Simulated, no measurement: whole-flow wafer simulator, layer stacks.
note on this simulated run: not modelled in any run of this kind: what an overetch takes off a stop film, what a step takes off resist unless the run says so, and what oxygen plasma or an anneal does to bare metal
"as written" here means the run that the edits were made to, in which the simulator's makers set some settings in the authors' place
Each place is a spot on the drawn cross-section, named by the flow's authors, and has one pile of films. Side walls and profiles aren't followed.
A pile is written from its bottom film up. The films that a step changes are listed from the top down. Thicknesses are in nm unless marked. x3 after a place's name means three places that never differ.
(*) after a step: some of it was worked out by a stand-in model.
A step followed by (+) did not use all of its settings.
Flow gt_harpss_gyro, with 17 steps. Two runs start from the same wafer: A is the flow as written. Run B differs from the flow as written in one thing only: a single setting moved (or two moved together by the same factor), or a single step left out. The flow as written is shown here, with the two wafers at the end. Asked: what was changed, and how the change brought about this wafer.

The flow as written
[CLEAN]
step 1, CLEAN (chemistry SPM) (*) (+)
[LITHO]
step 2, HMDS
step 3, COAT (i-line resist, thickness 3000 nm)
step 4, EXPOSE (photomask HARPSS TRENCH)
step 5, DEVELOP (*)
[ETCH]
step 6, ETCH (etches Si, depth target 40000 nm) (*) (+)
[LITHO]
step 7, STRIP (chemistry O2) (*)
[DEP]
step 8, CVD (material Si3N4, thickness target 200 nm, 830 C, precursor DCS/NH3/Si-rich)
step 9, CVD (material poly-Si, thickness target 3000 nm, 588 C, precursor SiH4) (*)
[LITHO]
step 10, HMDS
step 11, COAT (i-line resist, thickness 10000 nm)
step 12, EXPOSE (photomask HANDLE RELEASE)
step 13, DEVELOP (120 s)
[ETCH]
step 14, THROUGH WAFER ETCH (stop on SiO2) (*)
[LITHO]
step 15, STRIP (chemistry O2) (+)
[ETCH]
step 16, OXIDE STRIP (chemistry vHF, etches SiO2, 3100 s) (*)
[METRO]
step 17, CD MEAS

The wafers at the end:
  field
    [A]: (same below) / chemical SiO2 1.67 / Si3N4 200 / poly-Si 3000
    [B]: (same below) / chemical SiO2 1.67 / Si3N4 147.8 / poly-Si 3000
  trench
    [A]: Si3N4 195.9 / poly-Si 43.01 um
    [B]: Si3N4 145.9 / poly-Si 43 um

Cause: step 8, CVD: 798 C was run, while the flow as written has 830 C.

The path from the change to this, step by step:
  step 8, CVD (material Si3N4, thickness target 200 nm, 830 C, precursor DCS/NH3/Si-rich)
      field: A +200 Si3N4 (new film) | B +147.8 Si3N4 (new film)
      trench: A +195.9 Si3N4 (new film) | B +145.9 Si3N4 (new film)
  step 9, CVD (material poly-Si, thickness target 3000 nm, 588 C, precursor SiH4) (*)
      trench: A +43.01 um poly-Si (new film) | B +43 um poly-Si (new film)
